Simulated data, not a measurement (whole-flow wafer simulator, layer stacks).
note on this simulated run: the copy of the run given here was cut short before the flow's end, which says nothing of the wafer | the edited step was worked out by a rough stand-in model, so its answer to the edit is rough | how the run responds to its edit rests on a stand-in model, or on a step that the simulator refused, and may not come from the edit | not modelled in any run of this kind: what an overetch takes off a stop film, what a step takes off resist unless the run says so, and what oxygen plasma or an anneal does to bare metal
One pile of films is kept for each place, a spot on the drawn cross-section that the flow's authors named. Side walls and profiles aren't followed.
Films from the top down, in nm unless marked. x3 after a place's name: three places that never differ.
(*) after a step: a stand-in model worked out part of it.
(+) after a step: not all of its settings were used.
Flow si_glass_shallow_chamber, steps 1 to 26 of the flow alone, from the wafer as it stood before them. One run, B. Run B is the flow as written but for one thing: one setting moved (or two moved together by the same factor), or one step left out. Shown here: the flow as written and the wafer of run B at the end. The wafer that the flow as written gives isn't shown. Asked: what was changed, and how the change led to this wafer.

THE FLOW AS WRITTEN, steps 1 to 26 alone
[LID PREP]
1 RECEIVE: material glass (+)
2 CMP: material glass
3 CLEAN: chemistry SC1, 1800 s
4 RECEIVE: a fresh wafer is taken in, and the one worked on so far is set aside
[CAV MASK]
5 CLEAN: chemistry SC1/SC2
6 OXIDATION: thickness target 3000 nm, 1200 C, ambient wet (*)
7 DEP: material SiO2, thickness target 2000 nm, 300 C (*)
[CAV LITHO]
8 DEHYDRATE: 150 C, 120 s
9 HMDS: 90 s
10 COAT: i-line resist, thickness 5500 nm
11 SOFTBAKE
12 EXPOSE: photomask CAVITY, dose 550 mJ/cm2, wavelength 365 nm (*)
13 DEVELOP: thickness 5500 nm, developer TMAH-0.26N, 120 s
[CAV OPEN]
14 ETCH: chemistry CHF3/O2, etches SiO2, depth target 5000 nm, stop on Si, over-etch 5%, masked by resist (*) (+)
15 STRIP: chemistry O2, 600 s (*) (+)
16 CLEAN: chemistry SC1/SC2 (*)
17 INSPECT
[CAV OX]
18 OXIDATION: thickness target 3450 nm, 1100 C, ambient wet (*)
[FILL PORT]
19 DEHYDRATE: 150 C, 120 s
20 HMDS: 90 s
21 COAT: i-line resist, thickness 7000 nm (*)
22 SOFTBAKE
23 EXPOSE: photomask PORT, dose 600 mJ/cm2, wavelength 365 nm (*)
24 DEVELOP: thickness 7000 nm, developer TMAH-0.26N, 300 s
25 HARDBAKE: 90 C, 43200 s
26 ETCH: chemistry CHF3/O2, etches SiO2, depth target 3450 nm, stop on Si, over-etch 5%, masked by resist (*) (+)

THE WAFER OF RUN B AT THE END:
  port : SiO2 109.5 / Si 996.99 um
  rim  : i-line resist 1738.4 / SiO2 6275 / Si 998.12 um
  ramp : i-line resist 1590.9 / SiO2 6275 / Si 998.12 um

The cause: step 18, OXIDATION: thickness target 3732 nm was run, where the flow has thickness target 3450 nm.

How the change led to this, step by step:
  18 OXIDATION: thickness target 3450 nm, 1100 C, ambient wet (*)
      rim, ramp, septum, ring: SiO2 +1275, Si -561 (as written it would be: SiO2 +1109.8, Si -488.3)
      cav, port: SiO2 +3732 (new film), chemical SiO2 -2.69 (all of it), Si -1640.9 (as written it would be: SiO2 +3450 (new film), chemical SiO2 -2.69 (all of it), Si -1516.8)
  25 HARDBAKE: 90 C, 43200 s
      ramp: i-line resist -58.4 (as written it would be: i-line resist -57.1)
  26 ETCH: chemistry CHF3/O2, etches SiO2, depth target 3450 nm, stop on Si, over-etch 5%, masked by resist (*) (+)
      port: SiO2 -3622.5 (as written it would be: SiO2 -3450 (all of it), Si -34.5)
